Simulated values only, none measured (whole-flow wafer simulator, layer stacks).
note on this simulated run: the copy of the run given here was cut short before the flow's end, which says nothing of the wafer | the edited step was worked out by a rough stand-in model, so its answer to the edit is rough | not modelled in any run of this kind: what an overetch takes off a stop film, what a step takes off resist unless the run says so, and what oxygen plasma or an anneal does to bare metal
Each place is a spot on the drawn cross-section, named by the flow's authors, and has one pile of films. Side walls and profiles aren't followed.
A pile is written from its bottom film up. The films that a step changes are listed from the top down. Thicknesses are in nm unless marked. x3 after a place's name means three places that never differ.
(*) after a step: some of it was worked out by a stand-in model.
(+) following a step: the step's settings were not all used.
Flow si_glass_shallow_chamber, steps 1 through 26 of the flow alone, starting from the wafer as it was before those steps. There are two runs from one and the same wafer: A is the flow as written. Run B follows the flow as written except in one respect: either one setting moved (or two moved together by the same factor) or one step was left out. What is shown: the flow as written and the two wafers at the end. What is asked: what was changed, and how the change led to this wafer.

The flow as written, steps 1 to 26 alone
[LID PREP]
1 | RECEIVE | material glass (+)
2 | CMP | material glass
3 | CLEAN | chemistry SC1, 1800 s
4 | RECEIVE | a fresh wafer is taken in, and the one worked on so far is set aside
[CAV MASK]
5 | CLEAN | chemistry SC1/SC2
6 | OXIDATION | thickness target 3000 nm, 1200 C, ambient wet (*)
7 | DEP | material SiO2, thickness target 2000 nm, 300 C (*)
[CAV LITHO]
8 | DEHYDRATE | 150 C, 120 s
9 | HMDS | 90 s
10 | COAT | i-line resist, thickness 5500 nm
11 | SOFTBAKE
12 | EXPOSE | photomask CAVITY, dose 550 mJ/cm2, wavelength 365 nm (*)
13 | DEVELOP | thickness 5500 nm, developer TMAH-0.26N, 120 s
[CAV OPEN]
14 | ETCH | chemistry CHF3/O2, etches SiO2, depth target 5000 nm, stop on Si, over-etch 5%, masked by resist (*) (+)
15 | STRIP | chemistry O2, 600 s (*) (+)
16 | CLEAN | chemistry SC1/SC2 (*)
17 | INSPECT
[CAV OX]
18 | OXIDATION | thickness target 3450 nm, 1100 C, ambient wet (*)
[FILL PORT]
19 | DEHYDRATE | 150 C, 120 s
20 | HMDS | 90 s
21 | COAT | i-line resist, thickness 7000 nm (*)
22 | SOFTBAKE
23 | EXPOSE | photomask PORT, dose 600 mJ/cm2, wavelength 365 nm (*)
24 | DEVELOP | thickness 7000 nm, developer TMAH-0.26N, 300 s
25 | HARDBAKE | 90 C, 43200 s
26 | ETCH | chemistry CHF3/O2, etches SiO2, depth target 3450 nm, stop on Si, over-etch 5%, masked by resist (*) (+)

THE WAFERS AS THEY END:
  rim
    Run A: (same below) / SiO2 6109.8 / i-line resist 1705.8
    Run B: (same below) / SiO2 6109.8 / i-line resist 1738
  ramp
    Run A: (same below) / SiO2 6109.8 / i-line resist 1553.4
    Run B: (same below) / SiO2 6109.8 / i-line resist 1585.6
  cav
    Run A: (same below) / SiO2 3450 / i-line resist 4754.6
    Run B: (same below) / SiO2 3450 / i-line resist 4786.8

What caused this: step 26, ETCH: over-etch 3.88% was run, though the flow has over-etch 5%.

The path from the change to this, step by step:
  26 | ETCH | chemistry CHF3/O2, etches SiO2, depth target 3450 nm, stop on Si, over-etch 5%, masked by resist (*) (+)
      port: A SiO2 loses 3450 (all of it), Si loses 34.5 | B SiO2 loses 3450 (all of it), Si loses 26.8
